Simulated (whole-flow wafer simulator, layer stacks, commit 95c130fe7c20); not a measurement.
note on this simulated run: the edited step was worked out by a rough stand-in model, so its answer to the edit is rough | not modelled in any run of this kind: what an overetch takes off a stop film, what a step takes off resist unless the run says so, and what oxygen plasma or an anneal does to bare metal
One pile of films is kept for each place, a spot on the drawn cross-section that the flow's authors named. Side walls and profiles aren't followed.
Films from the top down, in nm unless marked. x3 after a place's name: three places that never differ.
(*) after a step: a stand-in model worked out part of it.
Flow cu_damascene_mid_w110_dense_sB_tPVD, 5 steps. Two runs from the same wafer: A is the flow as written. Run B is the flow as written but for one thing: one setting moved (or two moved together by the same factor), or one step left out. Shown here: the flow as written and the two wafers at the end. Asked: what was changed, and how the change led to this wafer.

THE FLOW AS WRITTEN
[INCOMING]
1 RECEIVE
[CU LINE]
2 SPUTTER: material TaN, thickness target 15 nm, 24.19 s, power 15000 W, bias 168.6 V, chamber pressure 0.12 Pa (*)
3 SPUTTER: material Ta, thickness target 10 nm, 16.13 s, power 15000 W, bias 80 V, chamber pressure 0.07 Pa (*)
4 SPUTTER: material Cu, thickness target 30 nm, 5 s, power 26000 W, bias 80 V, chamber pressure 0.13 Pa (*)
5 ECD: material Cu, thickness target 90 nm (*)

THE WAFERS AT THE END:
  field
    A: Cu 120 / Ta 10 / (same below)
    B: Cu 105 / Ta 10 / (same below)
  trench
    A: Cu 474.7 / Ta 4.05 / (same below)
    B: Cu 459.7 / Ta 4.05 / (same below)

The cause: step 4, SPUTTER: thickness target 15 nm was run, where the flow has thickness target 30 nm.

How the change led to this, step by step:
  4 SPUTTER: material Cu, thickness target 30 nm, 5 s, power 26000 W, bias 80 V, chamber pressure 0.13 Pa (*)
      field: A Cu +30 (new film) | B Cu +15 (new film)
      trench: A Cu +12.5 (new film) | B Cu +6.24 (new film)
